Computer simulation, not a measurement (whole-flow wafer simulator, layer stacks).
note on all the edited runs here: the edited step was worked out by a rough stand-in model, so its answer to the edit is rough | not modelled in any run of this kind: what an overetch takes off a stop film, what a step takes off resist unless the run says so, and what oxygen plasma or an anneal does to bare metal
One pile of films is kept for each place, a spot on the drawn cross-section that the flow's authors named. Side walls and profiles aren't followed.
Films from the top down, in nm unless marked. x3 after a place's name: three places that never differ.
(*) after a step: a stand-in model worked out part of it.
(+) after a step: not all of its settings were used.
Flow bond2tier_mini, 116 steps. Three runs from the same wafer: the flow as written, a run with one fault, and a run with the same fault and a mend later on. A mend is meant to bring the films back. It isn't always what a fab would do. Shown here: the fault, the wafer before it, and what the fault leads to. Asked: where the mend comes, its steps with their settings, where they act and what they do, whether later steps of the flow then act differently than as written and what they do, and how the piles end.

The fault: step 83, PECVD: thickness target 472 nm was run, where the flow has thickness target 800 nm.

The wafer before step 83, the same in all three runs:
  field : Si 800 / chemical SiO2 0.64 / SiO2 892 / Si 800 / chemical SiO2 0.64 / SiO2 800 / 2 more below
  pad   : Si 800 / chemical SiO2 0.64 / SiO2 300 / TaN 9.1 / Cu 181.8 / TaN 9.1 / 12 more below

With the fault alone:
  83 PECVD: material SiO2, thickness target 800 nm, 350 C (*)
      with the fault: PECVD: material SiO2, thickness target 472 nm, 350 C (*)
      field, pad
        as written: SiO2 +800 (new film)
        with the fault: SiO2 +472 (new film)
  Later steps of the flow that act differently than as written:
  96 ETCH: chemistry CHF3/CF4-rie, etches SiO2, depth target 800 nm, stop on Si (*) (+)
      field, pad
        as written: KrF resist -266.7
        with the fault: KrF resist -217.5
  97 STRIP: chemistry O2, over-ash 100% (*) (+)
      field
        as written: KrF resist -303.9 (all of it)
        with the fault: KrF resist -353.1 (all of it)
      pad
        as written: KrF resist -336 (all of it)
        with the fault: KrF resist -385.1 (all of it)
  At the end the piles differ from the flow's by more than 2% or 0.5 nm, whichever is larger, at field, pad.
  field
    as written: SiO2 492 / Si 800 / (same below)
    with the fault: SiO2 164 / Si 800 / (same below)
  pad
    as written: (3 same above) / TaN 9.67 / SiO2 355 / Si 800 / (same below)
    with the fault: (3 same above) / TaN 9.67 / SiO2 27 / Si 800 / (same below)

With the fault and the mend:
  The mend comes after step 88.
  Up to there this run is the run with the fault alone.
  88a STRIP: chemistry O2, over-ash 100% (+)
      field
        KrF resist -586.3 (all of it)
  88b PECVD: material SiO2, thickness target 328 nm, 350 C (*) (the flow's step 83 once more, with other settings)
      field, pad
        SiO2 +328
  88c COAT: KrF resist, thickness 600 nm (the flow's step 84 once more)
      field, pad
        KrF resist +600 (new film)
  88d SOFTBAKE: KrF resist (the flow's step 85 once more)
      changes no film at any place that is followed
  88e EXPOSE: photomask T3TRIM, NA 0.6 (the flow's step 86 once more)
      changes no film at any place that is followed
  88f PEB: KrF resist (the flow's step 87 once more)
      changes no film at any place that is followed
  88g DEVELOP: developer TMAH-0.26N, 60 s (the flow's step 88 once more)
      field
        KrF resist -13.7
      pad
        KrF resist -600 (all of it)
  No later step of the flow acts differently than as written at any place that is followed.
  At the end the piles are the same as the flow's at every place that both follow.
